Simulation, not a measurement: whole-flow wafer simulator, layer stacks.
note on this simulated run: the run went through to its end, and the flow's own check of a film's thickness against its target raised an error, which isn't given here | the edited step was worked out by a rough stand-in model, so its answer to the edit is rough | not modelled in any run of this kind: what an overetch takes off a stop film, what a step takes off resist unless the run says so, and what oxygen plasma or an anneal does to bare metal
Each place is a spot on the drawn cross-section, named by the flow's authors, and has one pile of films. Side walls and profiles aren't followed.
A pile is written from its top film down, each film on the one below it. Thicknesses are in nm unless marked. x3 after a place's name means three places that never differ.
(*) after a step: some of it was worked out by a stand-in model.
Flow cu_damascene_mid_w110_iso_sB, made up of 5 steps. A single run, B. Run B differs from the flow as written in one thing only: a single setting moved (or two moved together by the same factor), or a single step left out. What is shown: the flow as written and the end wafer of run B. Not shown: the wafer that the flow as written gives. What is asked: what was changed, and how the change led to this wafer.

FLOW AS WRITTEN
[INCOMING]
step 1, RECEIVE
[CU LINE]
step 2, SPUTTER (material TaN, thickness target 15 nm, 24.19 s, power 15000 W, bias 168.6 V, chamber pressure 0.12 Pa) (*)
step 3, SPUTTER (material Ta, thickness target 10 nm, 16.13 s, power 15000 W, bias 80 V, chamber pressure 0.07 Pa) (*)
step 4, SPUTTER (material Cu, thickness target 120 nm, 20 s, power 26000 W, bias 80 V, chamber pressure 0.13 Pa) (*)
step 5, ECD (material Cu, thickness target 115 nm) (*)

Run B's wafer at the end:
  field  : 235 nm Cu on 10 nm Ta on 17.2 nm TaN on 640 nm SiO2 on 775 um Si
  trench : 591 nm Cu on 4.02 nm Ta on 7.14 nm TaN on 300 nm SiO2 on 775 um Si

What caused this: step 2, SPUTTER: thickness target 17.2 nm was run, though the flow has thickness target 15 nm; step 2, SPUTTER: 27.82 s was run, where the flow has 24.19 s.
The wafer itself shows it: field has TaN 17.2, and step 2 as written asks for 15 nm.

Step by step, how the change led to this:
  step 2, SPUTTER (material TaN, thickness target 15 nm, 24.19 s, power 15000 W, bias 168.6 V, chamber pressure 0.12 Pa) (*)
      field: +17.2 TaN (new film) (as written it would have been: +15 TaN (new film))
      trench: +7.14 TaN (new film) (as written it would have been: +6.23 TaN (new film))
